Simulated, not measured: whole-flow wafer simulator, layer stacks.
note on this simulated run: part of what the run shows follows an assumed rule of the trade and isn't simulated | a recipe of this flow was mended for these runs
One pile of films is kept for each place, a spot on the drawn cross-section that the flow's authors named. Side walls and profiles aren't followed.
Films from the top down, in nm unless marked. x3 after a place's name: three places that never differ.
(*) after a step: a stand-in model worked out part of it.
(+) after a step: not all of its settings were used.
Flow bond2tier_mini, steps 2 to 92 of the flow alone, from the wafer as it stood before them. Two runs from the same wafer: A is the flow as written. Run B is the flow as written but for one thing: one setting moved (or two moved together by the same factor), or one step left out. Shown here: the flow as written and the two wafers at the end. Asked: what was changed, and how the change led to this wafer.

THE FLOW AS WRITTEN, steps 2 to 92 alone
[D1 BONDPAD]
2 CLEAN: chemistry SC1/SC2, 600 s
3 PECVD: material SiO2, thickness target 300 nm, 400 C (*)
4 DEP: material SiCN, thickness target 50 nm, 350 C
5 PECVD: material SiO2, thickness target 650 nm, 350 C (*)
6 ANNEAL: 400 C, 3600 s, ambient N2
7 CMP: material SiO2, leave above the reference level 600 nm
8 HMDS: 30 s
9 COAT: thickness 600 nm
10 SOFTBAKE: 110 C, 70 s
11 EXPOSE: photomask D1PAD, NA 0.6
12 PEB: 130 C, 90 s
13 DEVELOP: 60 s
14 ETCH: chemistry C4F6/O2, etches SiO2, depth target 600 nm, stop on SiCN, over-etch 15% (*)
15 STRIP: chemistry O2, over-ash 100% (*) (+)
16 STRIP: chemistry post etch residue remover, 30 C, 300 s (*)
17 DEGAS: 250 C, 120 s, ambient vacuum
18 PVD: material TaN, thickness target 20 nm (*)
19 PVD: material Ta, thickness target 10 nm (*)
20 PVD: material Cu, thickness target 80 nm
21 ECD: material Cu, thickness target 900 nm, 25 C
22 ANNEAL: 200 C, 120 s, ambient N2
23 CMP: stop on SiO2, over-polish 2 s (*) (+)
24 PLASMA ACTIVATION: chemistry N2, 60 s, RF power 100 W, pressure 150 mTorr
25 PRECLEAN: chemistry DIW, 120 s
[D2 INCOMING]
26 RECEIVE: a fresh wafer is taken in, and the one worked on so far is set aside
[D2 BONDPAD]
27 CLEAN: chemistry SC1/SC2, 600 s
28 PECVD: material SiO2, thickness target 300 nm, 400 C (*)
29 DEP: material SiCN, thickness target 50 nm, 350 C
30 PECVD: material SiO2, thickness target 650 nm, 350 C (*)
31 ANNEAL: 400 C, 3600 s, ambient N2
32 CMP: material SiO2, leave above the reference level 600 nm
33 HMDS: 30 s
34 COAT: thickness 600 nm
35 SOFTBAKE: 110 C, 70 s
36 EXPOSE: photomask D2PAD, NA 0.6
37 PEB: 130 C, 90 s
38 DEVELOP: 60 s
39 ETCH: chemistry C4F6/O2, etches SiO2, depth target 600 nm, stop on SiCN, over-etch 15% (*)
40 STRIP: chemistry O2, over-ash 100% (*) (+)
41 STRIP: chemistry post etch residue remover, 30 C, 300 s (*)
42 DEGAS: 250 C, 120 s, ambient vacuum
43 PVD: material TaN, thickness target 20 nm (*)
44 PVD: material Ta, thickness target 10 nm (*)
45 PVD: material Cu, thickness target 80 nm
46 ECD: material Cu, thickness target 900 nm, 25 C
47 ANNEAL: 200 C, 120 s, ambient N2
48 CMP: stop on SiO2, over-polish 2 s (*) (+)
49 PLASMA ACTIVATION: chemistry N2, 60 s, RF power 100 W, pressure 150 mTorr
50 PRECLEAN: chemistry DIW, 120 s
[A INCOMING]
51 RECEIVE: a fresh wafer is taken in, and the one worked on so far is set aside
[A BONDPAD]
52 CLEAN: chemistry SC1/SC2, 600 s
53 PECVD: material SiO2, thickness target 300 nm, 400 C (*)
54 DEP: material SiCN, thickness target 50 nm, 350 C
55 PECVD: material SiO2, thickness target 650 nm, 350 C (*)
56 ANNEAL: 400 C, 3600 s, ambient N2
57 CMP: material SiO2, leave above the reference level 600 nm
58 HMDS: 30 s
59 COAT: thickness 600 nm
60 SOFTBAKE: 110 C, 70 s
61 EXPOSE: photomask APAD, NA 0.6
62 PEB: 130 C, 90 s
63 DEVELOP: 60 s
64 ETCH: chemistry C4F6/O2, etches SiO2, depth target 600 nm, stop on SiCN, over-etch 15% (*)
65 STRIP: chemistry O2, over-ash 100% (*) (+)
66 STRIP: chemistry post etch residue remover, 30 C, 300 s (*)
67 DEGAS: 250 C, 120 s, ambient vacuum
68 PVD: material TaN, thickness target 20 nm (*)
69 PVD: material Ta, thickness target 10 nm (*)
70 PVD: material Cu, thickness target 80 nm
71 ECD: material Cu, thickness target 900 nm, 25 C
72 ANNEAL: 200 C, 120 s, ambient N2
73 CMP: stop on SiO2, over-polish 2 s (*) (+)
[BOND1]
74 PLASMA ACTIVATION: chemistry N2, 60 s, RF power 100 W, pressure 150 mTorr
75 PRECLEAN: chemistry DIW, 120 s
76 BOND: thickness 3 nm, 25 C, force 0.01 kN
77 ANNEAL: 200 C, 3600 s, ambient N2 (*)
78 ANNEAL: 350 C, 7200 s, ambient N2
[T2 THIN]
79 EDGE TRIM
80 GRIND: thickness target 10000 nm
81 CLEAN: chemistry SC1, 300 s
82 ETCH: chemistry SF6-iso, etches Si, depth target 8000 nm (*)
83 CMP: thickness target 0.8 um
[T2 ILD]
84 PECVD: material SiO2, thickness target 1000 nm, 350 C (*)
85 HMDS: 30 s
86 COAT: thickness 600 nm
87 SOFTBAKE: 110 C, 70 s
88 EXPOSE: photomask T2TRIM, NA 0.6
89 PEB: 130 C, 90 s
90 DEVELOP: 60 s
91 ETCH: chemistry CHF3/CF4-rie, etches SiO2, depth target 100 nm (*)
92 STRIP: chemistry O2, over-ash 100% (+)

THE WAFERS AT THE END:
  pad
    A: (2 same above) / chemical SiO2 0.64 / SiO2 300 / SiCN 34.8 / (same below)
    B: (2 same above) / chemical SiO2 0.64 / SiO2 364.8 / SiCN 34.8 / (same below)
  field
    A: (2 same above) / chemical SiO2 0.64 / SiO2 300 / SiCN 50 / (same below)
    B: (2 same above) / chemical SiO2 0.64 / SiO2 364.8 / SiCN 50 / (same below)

The cause: step 3, PECVD: thickness target 364.8 nm was run, where the flow has thickness target 300 nm.
It can be read off the wafer: pad has SiO2 364.8, and step 3 as written asks for 300 nm.

How the change led to this, step by step:
  3 PECVD: material SiO2, thickness target 300 nm, 400 C (*)
      field, pad, via: A SiO2 +300 (new film) | B SiO2 +364.8 (new film)
  76 BOND: thickness 3 nm, 25 C, force 0.01 kN
      field: A Si +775 um (new film), chemical SiO2 +0.64 (new film), SiO2 +300 (new film), SiCN +50 (new film), SiO2 +600 | B Si +775 um (new film), chemical SiO2 +0.64 (new film), SiO2 +364.8 (new film), SiCN +50 (new film), SiO2 +600
      pad: A Si +775 um (new film), chemical SiO2 +0.64 (new film), SiO2 +300 (new film), SiCN +34.8 (new film), TaN +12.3 (new film), Ta +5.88 (new film), Cu +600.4 | B Si +775 um (new film), chemical SiO2 +0.64 (new film), SiO2 +364.8 (new film), SiCN +34.8 (new film), TaN +12.3 (new film), Ta +5.88 (new film), Cu +600.4
      (and at 1 more place)
